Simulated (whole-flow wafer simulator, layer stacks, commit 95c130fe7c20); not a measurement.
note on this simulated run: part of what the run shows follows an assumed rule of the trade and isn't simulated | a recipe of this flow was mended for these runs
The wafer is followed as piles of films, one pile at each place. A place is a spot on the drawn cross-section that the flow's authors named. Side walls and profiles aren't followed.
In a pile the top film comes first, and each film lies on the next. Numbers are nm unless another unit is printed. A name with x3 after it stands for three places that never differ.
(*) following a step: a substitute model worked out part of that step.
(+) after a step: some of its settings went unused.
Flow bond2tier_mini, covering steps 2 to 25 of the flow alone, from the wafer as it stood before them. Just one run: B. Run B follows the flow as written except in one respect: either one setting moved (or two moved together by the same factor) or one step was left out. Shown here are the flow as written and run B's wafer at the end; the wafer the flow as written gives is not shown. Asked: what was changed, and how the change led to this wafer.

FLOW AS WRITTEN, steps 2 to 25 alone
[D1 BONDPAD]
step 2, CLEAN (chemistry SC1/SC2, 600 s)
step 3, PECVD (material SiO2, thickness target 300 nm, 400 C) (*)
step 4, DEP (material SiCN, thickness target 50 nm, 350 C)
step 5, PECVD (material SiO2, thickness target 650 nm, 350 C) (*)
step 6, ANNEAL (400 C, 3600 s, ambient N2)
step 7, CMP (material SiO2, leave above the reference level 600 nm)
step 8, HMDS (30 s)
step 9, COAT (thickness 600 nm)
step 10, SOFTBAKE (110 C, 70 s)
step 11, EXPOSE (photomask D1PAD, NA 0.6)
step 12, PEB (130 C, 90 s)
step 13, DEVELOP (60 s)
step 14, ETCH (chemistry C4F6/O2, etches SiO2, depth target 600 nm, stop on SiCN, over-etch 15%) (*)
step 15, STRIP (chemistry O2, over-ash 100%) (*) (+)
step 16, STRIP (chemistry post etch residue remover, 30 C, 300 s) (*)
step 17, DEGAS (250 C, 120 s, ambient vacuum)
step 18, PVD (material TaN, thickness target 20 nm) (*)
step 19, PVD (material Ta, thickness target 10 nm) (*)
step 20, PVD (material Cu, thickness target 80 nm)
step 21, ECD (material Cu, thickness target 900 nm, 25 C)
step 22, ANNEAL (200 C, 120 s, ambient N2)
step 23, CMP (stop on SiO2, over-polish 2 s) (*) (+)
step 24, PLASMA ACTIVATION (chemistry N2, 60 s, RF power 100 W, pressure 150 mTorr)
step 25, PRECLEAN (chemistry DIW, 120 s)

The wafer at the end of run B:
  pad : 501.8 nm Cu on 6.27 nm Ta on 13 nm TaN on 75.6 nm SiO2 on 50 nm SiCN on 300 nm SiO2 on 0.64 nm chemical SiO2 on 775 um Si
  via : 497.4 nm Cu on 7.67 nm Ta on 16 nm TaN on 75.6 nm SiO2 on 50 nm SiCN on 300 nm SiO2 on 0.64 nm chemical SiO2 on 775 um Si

The reason: step 14, ETCH: depth target 456 nm was run, though the flow has depth target 600 nm.

Step by step, how the change led to this:
  step 14, ETCH (chemistry C4F6/O2, etches SiO2, depth target 600 nm, stop on SiCN, over-etch 15%) (*)
      pad, via: SiO2 loses 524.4 (it would be, as written: SiO2 loses 600 (all of it), SiCN loses 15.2)
      field: thick-KrF-resist loses 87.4 (it would be, as written: thick-KrF-resist loses 115)
  step 15, STRIP (chemistry O2, over-ash 100%) (*) (+)
      field: thick-KrF-resist loses 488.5 (all of it) (it would be, as written: thick-KrF-resist loses 460.9 (all of it))
  step 18, PVD (material TaN, thickness target 20 nm) (*)
      pad: TaN gains 13 (new film) (it would be, as written: TaN gains 12.3 (new film))
      via: TaN gains 16 (new film) (it would be, as written: TaN gains 14.9 (new film))
  step 19, PVD (material Ta, thickness target 10 nm) (*)
      via: Ta gains 7.67 (new film) (it would be, as written: Ta gains 7.07 (new film))
  step 20, PVD (material Cu, thickness target 80 nm)
      pad: Cu gains 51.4 (new film) (it would be, as written: Cu gains 48.4 (new film))
      via: Cu gains 63.5 (new film) (it would be, as written: Cu gains 59 (new film))
  step 21, ECD (material Cu, thickness target 900 nm, 25 C)
      pad: Cu gains 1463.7 (it would be, as written: Cu gains 1558.7)
      via: Cu gains 1447.3 (it would be, as written: Cu gains 1544.3)
